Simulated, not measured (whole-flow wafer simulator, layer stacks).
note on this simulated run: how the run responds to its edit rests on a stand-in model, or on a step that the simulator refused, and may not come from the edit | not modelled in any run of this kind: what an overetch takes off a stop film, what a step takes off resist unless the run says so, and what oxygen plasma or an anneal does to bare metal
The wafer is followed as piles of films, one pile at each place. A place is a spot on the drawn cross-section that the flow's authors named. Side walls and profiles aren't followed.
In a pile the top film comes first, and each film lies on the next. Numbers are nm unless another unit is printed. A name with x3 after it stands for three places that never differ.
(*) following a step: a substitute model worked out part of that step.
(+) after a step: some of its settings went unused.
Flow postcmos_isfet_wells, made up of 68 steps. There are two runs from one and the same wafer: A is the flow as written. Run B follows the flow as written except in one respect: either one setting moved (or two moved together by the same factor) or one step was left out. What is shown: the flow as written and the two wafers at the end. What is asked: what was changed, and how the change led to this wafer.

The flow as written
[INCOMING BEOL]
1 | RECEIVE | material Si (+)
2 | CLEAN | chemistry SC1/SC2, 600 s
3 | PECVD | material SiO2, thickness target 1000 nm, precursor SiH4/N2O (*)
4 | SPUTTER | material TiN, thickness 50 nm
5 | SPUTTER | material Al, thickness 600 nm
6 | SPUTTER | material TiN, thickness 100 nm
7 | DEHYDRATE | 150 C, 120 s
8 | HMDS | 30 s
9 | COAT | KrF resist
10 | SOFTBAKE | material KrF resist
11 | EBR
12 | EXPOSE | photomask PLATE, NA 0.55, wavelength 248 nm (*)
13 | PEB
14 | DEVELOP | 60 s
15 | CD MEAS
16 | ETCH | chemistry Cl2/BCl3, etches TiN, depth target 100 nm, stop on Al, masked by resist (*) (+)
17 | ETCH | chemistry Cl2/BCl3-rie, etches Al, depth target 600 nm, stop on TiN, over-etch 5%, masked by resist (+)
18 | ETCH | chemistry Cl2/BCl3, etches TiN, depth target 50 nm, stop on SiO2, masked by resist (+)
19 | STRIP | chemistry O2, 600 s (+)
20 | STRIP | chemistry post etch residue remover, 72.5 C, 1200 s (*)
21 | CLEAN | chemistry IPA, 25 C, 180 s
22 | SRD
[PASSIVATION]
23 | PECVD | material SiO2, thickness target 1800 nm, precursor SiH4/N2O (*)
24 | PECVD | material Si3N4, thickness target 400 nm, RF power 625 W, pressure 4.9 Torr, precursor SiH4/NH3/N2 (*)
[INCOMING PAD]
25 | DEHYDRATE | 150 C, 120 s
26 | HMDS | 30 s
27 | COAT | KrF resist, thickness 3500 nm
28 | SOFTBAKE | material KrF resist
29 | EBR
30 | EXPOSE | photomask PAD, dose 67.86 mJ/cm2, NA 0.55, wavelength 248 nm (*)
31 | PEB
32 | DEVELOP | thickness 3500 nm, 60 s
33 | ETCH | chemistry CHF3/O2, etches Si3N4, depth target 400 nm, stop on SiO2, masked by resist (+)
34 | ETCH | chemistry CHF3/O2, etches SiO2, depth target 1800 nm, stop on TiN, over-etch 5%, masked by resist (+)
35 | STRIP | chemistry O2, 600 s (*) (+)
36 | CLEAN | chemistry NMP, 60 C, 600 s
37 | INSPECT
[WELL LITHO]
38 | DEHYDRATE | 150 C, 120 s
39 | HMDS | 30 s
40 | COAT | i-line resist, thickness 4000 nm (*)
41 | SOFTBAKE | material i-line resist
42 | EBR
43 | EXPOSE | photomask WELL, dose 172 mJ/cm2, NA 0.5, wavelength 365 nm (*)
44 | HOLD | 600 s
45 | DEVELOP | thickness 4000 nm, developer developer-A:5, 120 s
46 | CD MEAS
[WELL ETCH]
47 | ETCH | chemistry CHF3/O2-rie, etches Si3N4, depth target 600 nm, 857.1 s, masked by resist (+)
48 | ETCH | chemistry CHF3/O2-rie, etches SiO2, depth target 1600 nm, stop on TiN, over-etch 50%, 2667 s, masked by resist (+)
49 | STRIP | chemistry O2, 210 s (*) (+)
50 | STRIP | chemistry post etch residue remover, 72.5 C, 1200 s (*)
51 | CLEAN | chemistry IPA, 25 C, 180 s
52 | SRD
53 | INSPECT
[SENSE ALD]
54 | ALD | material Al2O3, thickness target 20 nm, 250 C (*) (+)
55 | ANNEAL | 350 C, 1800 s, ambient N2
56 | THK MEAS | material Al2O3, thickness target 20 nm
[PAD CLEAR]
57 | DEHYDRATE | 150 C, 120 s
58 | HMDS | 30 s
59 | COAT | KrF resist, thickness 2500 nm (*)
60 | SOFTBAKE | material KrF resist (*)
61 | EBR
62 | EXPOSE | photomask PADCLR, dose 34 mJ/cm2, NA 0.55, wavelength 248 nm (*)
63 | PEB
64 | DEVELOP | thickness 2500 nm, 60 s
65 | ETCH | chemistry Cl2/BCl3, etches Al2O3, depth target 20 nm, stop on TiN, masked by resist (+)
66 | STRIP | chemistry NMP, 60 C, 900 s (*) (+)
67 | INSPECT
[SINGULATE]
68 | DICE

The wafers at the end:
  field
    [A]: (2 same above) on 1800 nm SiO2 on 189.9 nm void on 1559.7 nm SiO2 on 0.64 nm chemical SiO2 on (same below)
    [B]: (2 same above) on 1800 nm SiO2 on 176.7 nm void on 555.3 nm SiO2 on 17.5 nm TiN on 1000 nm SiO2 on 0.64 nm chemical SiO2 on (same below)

Cause: step 18, ETCH: depth target 32.03 nm was run, whereas the flow has depth target 50 nm.

How this came from the change, step by step:
  18 | ETCH | chemistry Cl2/BCl3, etches TiN, depth target 50 nm, stop on SiO2, masked by resist (+)
      field: A -50 TiN (all of it) | B -32 TiN
      margin, well900, well1300 x3, pad_rim, pad_clr, pad_open: A -20 KrF resist | B -12.8 KrF resist
  23 | PECVD | material SiO2, thickness target 1800 nm, precursor SiH4/N2O (*)
      field: A +1800 SiO2 (new film), +189.9 void (new film), +559.7 SiO2 | B +1800 SiO2 (new film), +176.7 void (new film), +555.3 SiO2 (new film)
With metal films that touch counted as one body, field has 1 body; the flow as written gives 0 bodies.
